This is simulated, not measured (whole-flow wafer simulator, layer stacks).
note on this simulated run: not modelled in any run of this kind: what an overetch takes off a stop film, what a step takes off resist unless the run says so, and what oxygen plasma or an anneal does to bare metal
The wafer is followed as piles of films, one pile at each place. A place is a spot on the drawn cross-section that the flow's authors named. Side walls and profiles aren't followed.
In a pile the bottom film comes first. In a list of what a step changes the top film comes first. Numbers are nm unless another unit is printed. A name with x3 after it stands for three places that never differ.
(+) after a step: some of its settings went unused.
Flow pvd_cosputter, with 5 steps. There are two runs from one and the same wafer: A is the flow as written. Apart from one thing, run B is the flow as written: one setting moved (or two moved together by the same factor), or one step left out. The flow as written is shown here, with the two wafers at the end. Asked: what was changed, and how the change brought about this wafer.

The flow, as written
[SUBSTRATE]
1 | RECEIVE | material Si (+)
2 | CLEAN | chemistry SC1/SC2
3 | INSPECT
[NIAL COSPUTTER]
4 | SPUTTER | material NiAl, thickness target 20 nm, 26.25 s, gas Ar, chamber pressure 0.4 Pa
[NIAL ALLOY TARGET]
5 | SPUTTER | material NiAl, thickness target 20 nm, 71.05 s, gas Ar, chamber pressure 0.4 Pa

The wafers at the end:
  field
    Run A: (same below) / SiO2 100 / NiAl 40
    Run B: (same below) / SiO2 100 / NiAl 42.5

Cause: step 5, SPUTTER: thickness target 22.5 nm was run, while the flow as written has thickness target 20 nm.

How this came from the change, step by step:
  5 | SPUTTER | material NiAl, thickness target 20 nm, 71.05 s, gas Ar, chamber pressure 0.4 Pa
      field: A +20 NiAl | B +22.5 NiAl
